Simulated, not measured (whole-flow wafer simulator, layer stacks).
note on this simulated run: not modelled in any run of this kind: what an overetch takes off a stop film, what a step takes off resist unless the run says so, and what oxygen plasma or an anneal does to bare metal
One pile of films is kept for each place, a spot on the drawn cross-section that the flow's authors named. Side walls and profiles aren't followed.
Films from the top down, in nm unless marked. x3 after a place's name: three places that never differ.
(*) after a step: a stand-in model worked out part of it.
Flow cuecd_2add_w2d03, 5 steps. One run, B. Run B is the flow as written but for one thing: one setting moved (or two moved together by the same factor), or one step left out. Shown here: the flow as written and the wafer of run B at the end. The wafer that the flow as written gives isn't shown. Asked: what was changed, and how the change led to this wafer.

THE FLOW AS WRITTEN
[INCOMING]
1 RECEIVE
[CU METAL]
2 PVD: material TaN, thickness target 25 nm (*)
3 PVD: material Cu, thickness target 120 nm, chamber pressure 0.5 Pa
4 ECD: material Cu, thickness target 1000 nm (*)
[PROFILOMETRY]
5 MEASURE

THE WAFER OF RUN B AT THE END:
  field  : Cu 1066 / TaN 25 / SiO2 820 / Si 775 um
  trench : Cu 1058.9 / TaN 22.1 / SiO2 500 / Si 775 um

The cause: step 3, PVD: thickness target 66 nm was run, where the flow has thickness target 120 nm.

How the change led to this, step by step:
  3 PVD: material Cu, thickness target 120 nm, chamber pressure 0.5 Pa
      field: Cu +66 (new film) (as written it would be: Cu +120 (new film))
      trench: Cu +58.9 (new film) (as written it would be: Cu +107.2 (new film))
